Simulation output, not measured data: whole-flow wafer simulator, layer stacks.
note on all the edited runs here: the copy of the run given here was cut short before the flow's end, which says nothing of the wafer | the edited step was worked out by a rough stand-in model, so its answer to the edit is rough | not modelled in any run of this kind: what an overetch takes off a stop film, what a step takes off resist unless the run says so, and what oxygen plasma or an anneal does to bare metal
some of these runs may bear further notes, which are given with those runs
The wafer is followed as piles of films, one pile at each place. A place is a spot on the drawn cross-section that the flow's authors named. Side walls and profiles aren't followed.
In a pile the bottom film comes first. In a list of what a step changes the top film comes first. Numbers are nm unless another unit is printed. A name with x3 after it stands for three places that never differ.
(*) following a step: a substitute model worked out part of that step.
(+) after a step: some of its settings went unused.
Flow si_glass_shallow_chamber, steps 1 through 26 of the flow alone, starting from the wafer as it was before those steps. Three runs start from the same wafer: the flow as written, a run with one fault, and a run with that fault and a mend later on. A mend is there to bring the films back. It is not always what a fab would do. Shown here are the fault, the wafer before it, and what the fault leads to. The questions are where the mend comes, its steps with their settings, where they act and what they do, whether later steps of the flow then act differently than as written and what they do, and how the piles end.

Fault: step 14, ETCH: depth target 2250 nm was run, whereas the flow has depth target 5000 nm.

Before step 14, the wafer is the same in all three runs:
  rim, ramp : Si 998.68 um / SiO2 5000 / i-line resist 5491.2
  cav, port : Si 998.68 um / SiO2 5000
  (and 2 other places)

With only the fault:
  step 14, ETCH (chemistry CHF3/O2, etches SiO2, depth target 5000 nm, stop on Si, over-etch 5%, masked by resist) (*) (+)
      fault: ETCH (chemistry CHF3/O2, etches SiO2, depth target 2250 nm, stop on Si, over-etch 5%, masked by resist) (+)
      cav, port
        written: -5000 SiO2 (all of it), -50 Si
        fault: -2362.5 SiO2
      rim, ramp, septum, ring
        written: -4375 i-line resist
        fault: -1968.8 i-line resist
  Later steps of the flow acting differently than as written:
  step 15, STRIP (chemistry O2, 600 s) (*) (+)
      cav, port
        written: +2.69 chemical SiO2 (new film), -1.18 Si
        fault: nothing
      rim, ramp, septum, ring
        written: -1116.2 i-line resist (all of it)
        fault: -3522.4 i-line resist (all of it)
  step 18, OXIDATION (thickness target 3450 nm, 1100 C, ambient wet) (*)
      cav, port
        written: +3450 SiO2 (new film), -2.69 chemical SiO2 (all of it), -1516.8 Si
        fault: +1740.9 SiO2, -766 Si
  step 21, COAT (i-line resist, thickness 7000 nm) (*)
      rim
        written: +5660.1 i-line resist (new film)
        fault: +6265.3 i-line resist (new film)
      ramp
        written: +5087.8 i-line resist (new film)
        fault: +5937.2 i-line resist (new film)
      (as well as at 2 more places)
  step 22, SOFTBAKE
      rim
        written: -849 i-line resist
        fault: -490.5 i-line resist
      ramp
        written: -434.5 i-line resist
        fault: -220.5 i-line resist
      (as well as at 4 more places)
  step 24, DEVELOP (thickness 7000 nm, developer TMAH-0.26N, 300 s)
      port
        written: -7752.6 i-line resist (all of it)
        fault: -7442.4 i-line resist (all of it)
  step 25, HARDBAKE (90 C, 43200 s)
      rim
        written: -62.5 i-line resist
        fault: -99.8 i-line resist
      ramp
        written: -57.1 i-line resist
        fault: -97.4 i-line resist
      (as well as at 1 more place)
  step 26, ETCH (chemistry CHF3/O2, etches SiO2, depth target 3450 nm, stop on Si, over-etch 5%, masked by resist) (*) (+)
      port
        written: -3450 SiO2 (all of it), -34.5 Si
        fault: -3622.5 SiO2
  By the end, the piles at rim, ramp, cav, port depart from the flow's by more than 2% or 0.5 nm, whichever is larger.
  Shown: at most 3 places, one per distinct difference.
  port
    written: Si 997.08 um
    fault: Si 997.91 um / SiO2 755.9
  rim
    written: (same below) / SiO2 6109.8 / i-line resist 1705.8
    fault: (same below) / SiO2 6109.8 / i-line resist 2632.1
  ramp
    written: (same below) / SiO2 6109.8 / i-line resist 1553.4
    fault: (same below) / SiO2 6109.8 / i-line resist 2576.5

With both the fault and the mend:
  The mend stands after step 14.
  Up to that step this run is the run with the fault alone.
  step 14a, ETCH (chemistry CHF3/O2, etches SiO2, depth target 2750 nm, stop on Si, over-etch 5%, masked by resist) (*) (the flow's step 14, run once more with other settings)
      rim, ramp, septum, ring
        -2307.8 i-line resist
      cav, port
        -2637.5 SiO2 (all of it), -50 Si
  Later steps of the flow acting differently than as written:
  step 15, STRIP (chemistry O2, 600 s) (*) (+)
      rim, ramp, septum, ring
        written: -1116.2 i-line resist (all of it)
        mend: -1214.6 i-line resist (all of it)
  At every place that both follow, the piles at the end match the flow's.
